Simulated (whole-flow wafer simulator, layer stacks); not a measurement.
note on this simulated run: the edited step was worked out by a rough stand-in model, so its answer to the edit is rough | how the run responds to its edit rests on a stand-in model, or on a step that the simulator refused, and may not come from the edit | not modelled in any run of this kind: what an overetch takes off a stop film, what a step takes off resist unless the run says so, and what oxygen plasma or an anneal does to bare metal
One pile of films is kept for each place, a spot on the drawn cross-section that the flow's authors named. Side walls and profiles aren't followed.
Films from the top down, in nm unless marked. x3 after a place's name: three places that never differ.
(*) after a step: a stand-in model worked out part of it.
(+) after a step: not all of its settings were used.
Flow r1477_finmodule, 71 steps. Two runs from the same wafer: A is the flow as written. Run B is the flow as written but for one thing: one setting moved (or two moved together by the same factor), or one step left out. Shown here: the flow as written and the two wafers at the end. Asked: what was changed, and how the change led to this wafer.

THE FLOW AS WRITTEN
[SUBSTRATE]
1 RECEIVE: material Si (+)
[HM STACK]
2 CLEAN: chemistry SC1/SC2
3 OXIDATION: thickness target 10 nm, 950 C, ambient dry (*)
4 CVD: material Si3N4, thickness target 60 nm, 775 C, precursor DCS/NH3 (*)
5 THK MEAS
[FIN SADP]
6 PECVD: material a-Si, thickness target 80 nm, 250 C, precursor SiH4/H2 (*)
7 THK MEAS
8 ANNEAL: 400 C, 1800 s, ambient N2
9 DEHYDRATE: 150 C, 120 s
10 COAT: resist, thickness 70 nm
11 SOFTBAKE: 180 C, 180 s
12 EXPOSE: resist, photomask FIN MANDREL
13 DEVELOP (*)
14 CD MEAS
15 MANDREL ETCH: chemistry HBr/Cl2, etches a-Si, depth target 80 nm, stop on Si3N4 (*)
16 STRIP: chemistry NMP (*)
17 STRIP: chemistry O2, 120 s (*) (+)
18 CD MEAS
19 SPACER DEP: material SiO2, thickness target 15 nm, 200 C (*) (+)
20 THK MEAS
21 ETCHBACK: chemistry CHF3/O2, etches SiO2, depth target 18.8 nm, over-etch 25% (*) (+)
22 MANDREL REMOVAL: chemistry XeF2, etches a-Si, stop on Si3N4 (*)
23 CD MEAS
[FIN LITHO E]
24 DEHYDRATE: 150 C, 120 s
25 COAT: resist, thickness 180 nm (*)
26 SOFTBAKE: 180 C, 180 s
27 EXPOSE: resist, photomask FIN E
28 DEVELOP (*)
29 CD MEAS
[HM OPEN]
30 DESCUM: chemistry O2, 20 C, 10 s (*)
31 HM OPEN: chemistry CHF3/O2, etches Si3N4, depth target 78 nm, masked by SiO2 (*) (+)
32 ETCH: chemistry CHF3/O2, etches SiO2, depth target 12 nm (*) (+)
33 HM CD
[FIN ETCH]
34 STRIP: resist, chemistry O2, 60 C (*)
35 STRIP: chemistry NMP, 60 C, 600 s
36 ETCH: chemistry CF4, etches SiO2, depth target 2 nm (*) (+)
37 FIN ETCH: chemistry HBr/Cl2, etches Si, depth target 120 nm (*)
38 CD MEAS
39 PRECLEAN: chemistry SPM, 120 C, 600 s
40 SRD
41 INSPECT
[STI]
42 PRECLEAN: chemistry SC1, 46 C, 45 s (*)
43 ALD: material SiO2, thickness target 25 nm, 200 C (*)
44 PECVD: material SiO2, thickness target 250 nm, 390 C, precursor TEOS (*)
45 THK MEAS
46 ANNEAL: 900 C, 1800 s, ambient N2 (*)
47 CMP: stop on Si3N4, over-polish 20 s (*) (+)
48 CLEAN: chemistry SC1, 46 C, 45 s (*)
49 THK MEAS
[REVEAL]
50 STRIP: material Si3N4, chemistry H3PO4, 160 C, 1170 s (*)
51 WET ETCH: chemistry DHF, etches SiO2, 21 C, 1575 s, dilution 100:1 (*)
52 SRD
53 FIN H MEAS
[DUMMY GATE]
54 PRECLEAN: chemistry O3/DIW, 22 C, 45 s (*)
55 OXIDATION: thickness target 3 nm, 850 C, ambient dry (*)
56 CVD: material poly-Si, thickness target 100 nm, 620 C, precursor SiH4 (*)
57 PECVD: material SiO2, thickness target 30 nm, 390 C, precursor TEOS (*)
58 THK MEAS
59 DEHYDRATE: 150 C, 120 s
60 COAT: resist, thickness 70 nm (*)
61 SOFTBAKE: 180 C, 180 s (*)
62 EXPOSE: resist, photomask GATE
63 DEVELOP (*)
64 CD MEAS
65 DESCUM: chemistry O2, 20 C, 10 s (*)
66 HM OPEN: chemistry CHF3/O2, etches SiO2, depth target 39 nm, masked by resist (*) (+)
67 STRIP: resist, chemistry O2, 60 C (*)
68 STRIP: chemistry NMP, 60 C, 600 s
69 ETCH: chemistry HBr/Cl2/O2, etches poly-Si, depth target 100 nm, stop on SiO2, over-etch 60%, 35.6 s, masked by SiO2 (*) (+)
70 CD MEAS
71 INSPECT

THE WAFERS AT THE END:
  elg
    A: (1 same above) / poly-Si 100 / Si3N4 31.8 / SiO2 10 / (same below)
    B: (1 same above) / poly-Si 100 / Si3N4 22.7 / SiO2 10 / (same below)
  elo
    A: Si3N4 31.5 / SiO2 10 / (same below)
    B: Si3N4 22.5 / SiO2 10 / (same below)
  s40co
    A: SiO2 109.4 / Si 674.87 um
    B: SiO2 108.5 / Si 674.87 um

The cause: step 21, ETCHBACK: depth target 29.1 nm was run, where the flow has depth target 18.8 nm.

How the change led to this, step by step:
  21 ETCHBACK: chemistry CHF3/O2, etches SiO2, depth target 18.8 nm, over-etch 25% (*) (+)
      pad, padg, elg and 21 more: A SiO2 -15 (all of it), Si3N4 -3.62 | B SiO2 -15 (all of it), Si3N4 -13.4
      s40cg, s45cg, s50cg, s40co, s45co, s50co: A SiO2 -15.4 (all of it), a-Si -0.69 | B SiO2 -15.4 (all of it), a-Si -2.75
      (and at 6 more places)
  22 MANDREL REMOVAL: chemistry XeF2, etches a-Si, stop on Si3N4 (*)
      s40cg, s45cg, s50cg, s40co, s45co, s50co: A a-Si -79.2 (all of it) | B a-Si -77.1 (all of it)
  25 COAT: resist, thickness 180 nm (*)
      s40cg, s40co: A resist +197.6 (new film) | B resist +190.9 (new film)
      s40sg_line, s40so_line: A resist +121.2 (new film) | B resist +124.8 (new film)
      (and at 8 more places)
  28 DEVELOP (*)
      s40cg, s40co: A resist -197.6 (all of it) | B resist -190.9 (all of it)
      s40sg_line, s40so_line: A resist -121.2 (all of it) | B resist -124.8 (all of it)
      (and at 8 more places)
  31 HM OPEN: chemistry CHF3/O2, etches Si3N4, depth target 78 nm, masked by SiO2 (*) (+)
      pad, padg, esg and 13 more: A Si3N4 -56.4 (all of it), SiO2 -10 (all of it) | B Si3N4 -46.6 (all of it), SiO2 -10 (all of it)
      elg, e40lg, e100lg, e200lg, elo, e40lo, e100lo, e200lo: A resist -78 | B resist -69.9
      (and at 12 more places)
  32 ETCH: chemistry CHF3/O2, etches SiO2, depth target 12 nm (*) (+)
      s40cg, s45cg, s50cg, s40co, s45co, s50co: A SiO2 -1 (all of it), Si -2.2 | B SiO2 -5.07 (all of it), Si -1.39
  34 STRIP: resist, chemistry O2, 60 C (*)
      elg, e40lg, e100lg, e200lg, elo, e40lo, e100lo, e200lo: A resist -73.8 (all of it) | B resist -81.9 (all of it)
  43 ALD: material SiO2, thickness target 25 nm, 200 C (*)
      s40cg, s45cg, s50cg, s40co, s45co, s50co: A SiO2 +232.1 (new film) | B SiO2 +225 (new film)
      esg: A SiO2 +194.3 (new film) | B SiO2 +184.4 (new film)
  47 CMP: stop on Si3N4, over-polish 20 s (*) (+)
      elg, esg, e40lg and 6 more: A SiO2 -241.6 | B SiO2 -231.8
      s40cg, s45cg, s50cg, s40co, s45co, s50co: A SiO2 -279 | B SiO2 -272.8
      (and at 6 more places)
  51 WET ETCH: chemistry DHF, etches SiO2, 21 C, 1575 s, dilution 100:1 (*)
      elg, e40lg, e100lg, e200lg, elo, e40lo, e100lo, e200lo: A SiO2 -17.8 (all of it), Si3N4 -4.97 | B SiO2 -27.7 (all of it), Si3N4 -4.19
  56 CVD: material poly-Si, thickness target 100 nm, 620 C, precursor SiH4 (*)
      esg: A poly-Si +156 (new film) | B poly-Si +147.2 (new film)
  60 COAT: resist, thickness 70 nm (*)
      e40sg, eso, e40so: A resist +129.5 (new film) | B resist +120.9 (new film)
      e100sg, e100so: A resist +129.4 (new film) | B resist +120.9 (new film)
      (and at 2 more places)
  63 DEVELOP (*)
      eso, e40so: A resist -129.5 (all of it) | B resist -120.9 (all of it)
      e100so: A resist -129.4 (all of it) | B resist -120.9 (all of it)
      (and at 1 more place)
  67 STRIP: resist, chemistry O2, 60 C (*)
      e40sg: A resist -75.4 (all of it) | B resist -66.8 (all of it)
      e100sg: A resist -75.3 (all of it) | B resist -66.7 (all of it)
      (and at 1 more place)
